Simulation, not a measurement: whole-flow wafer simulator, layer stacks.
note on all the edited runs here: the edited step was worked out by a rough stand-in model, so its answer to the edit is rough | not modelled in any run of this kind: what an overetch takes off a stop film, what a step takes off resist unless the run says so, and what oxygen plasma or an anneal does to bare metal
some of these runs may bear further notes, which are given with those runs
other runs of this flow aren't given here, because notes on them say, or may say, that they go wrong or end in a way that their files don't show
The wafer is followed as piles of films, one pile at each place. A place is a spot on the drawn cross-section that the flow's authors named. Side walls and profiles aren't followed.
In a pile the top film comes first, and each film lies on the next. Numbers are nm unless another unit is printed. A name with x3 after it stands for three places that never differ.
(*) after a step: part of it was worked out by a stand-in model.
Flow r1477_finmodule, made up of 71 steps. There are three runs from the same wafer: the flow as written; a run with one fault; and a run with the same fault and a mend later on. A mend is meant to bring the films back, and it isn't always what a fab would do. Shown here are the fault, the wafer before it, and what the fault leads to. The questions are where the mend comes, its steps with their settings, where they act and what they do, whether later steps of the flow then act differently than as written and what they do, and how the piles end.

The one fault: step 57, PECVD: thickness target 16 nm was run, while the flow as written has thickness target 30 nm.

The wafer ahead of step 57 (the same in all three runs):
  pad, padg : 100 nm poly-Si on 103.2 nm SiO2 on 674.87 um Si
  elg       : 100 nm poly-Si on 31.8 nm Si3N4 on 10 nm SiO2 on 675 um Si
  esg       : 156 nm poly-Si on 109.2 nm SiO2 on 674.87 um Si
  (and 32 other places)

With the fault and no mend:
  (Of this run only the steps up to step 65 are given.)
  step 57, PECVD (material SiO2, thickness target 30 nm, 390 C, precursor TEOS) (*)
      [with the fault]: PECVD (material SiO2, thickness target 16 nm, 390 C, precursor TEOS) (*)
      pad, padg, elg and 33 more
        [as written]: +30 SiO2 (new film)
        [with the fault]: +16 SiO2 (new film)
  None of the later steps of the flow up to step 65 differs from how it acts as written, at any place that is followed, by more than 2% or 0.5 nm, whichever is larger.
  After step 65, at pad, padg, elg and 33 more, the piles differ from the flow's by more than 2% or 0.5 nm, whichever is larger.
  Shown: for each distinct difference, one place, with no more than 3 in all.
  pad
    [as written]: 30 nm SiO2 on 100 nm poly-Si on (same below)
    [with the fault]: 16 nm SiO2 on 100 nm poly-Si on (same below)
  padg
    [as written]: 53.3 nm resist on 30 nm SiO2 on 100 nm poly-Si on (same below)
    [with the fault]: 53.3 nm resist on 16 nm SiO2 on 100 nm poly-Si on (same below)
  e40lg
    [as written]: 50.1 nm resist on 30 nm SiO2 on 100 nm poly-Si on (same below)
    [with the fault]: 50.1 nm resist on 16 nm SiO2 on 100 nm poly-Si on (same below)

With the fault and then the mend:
  After step 58 comes the mend.
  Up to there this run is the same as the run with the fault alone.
  step 58a, ETCH (chemistry boe, depth target 18.4 nm)
      pad, padg, elg and 33 more
        -16 SiO2 (all of it)
  step 58b, PECVD (material SiO2, thickness target 30 nm, 390 C, precursor TEOS) (*) (the flow's step 57, run once more)
      pad, padg, elg and 33 more
        +30 SiO2 (new film)
  None of the later steps of the flow acts differently than as written at any place that is followed.
  At every place that both follow, the piles at the end match the flow's.
